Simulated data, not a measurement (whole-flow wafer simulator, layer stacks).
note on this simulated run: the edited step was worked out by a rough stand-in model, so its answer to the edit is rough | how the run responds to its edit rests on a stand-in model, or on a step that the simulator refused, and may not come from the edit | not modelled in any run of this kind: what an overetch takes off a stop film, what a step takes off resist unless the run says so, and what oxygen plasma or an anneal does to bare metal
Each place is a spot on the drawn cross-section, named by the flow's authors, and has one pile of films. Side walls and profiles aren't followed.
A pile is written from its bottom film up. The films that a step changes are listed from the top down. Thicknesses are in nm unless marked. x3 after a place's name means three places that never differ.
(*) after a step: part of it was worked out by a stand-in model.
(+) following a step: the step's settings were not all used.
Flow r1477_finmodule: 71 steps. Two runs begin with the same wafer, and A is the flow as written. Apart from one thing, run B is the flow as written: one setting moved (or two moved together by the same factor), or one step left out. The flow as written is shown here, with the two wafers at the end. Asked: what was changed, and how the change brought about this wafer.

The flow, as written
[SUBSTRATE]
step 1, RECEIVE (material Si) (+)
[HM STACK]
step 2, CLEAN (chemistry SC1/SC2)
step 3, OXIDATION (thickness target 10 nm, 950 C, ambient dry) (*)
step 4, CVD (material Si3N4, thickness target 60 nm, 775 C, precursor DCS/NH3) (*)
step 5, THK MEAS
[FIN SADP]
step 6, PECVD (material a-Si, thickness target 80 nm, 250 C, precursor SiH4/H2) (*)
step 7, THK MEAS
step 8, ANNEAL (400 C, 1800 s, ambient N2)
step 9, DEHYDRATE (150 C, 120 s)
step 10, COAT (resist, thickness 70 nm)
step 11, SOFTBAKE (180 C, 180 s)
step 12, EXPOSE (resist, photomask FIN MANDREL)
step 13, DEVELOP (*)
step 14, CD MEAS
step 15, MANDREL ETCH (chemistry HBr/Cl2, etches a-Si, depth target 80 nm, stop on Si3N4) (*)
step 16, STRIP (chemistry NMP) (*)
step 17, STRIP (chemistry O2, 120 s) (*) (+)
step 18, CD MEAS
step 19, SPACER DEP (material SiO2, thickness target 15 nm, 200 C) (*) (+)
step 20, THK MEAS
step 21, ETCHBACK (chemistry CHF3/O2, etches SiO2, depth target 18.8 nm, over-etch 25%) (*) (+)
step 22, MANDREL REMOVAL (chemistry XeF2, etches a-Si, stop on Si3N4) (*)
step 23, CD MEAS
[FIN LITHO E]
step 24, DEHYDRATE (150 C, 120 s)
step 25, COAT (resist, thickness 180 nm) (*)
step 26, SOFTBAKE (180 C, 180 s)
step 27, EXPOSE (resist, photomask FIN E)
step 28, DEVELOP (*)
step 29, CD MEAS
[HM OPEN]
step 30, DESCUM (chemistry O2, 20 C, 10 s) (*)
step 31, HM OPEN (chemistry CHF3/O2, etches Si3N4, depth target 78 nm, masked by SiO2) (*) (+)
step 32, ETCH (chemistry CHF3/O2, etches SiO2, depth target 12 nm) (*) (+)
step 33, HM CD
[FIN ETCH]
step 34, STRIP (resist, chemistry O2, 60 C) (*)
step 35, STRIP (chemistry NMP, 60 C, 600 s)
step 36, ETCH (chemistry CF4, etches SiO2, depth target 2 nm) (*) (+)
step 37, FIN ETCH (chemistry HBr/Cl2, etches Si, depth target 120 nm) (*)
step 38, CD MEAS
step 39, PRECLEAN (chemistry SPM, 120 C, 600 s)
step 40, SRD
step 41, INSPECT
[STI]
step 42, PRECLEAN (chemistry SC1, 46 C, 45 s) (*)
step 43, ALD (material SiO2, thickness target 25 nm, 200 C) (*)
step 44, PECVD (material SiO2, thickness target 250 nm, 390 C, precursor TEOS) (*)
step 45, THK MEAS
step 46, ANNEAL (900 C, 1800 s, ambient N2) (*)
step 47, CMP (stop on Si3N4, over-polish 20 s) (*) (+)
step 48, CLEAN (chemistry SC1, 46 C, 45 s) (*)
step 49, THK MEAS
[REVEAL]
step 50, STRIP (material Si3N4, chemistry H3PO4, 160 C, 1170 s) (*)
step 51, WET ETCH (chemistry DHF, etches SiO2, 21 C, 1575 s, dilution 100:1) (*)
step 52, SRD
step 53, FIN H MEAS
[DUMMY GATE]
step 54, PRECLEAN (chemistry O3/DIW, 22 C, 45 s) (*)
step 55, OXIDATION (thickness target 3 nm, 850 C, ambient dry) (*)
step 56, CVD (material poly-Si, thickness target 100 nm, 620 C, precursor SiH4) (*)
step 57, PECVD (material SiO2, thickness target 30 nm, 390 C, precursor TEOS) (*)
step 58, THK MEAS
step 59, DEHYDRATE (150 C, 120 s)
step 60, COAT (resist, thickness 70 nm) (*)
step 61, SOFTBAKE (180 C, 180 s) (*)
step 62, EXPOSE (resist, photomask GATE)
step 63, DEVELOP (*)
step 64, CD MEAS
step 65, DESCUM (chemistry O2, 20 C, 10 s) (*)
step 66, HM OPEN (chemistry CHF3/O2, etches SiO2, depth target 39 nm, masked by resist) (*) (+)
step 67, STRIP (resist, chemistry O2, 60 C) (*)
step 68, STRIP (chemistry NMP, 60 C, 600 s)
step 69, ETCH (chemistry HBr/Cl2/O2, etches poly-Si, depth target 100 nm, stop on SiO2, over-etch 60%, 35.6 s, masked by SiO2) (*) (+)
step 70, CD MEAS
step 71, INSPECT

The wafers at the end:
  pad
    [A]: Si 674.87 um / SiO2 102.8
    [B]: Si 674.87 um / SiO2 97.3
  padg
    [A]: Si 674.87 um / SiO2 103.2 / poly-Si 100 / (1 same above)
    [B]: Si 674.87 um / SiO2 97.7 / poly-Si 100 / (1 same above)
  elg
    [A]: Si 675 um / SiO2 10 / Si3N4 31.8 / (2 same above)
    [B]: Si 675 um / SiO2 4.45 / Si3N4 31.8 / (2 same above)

The reason: step 3, OXIDATION: 855 C was run, while the flow as written has 950 C.

Step by step, how the change led to this:
  step 3, OXIDATION (thickness target 10 nm, 950 C, ambient dry) (*)
      pad, padg, elg and 33 more: A SiO2 gains 10 (new film), chemical SiO2 loses 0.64 (all of it), Si loses 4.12 | B SiO2 gains 4.45 (new film), chemical SiO2 loses 0.64 (all of it), Si loses 1.67
  step 31, HM OPEN (chemistry CHF3/O2, etches Si3N4, depth target 78 nm, masked by SiO2) (*) (+)
      s40cg, s45cg, s50cg, s40co, s45co, s50co: A Si3N4 loses 60 (all of it), SiO2 loses 9 | B Si3N4 loses 60 (all of it), SiO2 loses 4.45 (all of it)
      pad, padg, esg and 13 more: A Si3N4 loses 56.4 (all of it), SiO2 loses 10 (all of it) | B Si3N4 loses 56.4 (all of it), SiO2 loses 4.45 (all of it)
  step 32, ETCH (chemistry CHF3/O2, etches SiO2, depth target 12 nm) (*) (+)
      s40cg, s40co: A SiO2 loses 1 (all of it), Si loses 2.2 | B Si loses 2.1
      s45cg, s45co: A SiO2 loses 1 (all of it), Si loses 2.2 | B Si loses 2.13
      (also at 2 further places)
  step 43, ALD (material SiO2, thickness target 25 nm, 200 C) (*)
      s45cg, s50cg, s45co, s50co: A SiO2 gains 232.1 (new film) | B SiO2 gains 226.5 (new film)
      s40cg, s40co: A SiO2 gains 232.1 (new film) | B SiO2 gains 226.4 (new film)
      (also at 1 further place)
  step 47, CMP (stop on Si3N4, over-polish 20 s) (*) (+)
      pad, padg, e40sg and 11 more: A SiO2 loses 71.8 | B SiO2 loses 77.3
      eso: A SiO2 loses 72.4 | B SiO2 loses 77.9
  step 51, WET ETCH (chemistry DHF, etches SiO2, 21 C, 1575 s, dilution 100:1) (*)
      s40sg_line, s45sg_line, s50sg_line, s40so_line, s45so_line, s50so_line: A SiO2 loses 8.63 (all of it) | B SiO2 loses 3.08 (all of it)
  step 56, CVD (material poly-Si, thickness target 100 nm, 620 C, precursor SiH4) (*)
      s40cg, s40co: A poly-Si gains 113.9 (new film) | B poly-Si gains 121.5 (new film)
      s45cg, s45co: A poly-Si gains 113.4 (new film) | B poly-Si gains 118.9 (new film)
      (also at 2 further places)
  step 60, COAT (resist, thickness 70 nm) (*)
      s40cg, s40co: A resist gains 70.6 (new film) | B resist gains 68.9 (new film)
      s40sg, s40so: A resist gains 91 (new film) | B resist gains 96.9 (new film)
      (also at 4 further places)
  step 63, DEVELOP (*)
      s40co: A resist loses 70.6 (all of it) | B resist loses 68.9 (all of it)
      s40so: A resist loses 91 (all of it) | B resist loses 96.9 (all of it)
      (also at 2 further places)
  step 67, STRIP (resist, chemistry O2, 60 C) (*)
      s40cg: A resist loses 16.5 (all of it) | B resist loses 14.8 (all of it)
      s40sg: A resist loses 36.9 (all of it) | B resist loses 42.8 (all of it)
      (also at 2 further places)
  step 69, ETCH (chemistry HBr/Cl2/O2, etches poly-Si, depth target 100 nm, stop on SiO2, over-etch 60%, 35.6 s, masked by SiO2) (*) (+)
      s40co: A chemical SiO2 loses 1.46 (all of it), poly-Si loses 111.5 (all of it), SiO2 loses 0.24 | B chemical SiO2 loses 1.46 (all of it), poly-Si loses 119 (all of it), SiO2 loses 0.2
      s45co: A chemical SiO2 loses 1.46 (all of it), poly-Si loses 110.9 (all of it), SiO2 loses 0.25 | B chemical SiO2 loses 1.46 (all of it), poly-Si loses 116.5 (all of it), SiO2 loses 0.22
      (also at 1 further place)
